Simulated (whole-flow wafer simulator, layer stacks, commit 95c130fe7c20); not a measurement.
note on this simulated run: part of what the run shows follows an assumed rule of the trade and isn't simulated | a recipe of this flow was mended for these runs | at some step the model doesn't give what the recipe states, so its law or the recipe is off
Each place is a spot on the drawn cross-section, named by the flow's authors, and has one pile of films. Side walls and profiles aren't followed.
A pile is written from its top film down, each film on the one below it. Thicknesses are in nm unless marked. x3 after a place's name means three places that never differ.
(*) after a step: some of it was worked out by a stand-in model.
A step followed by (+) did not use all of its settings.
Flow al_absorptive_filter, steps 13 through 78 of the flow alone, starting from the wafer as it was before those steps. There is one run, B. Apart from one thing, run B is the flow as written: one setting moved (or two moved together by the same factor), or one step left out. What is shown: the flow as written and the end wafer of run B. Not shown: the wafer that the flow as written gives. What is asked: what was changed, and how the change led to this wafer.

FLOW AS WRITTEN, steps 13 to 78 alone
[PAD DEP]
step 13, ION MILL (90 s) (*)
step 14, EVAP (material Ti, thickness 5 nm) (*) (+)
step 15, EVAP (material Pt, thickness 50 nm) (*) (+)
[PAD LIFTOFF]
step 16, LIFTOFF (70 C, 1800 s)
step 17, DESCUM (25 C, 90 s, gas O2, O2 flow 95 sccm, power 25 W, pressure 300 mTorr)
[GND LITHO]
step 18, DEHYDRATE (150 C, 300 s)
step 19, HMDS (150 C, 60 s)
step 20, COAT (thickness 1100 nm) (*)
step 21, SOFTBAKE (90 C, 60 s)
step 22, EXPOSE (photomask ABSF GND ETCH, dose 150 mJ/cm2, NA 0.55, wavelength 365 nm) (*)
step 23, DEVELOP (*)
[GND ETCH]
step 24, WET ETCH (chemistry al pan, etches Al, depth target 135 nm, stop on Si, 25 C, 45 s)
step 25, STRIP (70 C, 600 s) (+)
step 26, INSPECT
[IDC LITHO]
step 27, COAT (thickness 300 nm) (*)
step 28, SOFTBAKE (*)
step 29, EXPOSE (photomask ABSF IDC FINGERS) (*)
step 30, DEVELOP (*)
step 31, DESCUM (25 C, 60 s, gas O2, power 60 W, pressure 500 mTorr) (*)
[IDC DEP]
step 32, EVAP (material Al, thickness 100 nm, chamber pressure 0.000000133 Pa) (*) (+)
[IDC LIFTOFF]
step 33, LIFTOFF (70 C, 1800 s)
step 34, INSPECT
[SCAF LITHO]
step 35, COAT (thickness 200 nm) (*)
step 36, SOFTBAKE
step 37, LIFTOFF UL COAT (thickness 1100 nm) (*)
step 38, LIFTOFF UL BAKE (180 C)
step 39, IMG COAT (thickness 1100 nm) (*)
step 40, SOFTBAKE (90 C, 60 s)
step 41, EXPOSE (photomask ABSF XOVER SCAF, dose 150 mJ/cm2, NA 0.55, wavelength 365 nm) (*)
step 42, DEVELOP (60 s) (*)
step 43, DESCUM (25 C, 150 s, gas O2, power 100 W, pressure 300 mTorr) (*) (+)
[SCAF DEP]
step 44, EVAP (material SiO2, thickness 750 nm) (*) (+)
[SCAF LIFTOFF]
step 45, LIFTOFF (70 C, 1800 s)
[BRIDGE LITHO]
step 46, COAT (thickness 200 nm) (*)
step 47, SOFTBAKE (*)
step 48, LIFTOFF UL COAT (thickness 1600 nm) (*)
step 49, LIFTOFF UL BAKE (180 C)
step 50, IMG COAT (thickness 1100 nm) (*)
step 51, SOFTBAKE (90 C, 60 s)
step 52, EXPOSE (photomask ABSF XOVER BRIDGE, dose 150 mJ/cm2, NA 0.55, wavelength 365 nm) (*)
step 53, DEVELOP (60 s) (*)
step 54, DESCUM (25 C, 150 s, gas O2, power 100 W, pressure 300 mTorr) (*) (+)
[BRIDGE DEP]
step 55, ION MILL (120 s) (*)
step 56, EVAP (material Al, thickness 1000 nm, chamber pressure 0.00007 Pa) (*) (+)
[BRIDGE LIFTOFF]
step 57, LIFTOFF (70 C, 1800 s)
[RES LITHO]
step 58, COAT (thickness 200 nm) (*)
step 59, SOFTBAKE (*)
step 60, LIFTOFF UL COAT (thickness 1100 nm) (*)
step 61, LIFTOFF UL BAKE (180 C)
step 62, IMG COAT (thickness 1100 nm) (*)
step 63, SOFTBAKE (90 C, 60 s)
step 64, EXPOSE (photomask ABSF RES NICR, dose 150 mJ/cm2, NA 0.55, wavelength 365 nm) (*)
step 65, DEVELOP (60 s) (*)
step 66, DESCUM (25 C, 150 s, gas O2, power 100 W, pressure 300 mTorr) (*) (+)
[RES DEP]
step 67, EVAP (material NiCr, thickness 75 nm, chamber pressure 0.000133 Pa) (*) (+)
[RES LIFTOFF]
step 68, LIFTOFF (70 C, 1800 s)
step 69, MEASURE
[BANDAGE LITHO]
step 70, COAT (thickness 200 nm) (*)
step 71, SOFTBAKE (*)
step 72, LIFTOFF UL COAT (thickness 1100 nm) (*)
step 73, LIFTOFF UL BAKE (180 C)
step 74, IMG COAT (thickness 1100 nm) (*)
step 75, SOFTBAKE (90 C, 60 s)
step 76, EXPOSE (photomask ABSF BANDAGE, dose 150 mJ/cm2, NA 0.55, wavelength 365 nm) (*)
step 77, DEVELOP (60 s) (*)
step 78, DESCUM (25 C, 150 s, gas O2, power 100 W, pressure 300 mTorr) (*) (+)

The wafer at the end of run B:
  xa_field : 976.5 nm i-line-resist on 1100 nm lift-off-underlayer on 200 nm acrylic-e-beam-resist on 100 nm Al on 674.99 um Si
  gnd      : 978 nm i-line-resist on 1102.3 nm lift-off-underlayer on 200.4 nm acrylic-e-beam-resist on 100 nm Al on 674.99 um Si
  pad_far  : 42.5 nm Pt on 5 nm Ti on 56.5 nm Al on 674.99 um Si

What caused this: step 15, EVAP: thickness 42.5 nm was run, though the flow has thickness 50 nm.
The wafer lets one read it off: pad_far has Pt 42.5, and step 15 as written asks for 50 nm.

The path from the change to this, step by step:
  step 15, EVAP (material Pt, thickness 50 nm) (*) (+)
      gnd, pad_far, pad_near and 11 more: Pt gains 42.5 (new film) (as written it would have been: Pt gains 50 (new film))
  step 16, LIFTOFF (70 C, 1800 s)
      gnd, ledge, res and 9 more: Pt loses 42.5 (all of it), Ti loses 5 (all of it), i-line-resist loses 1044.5 (all of it), lift-off-underlayer loses 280 (all of it) (as written it would have been: Pt loses 50 (all of it), Ti loses 5 (all of it), i-line-resist loses 1044.5 (all of it), lift-off-underlayer loses 280 (all of it))
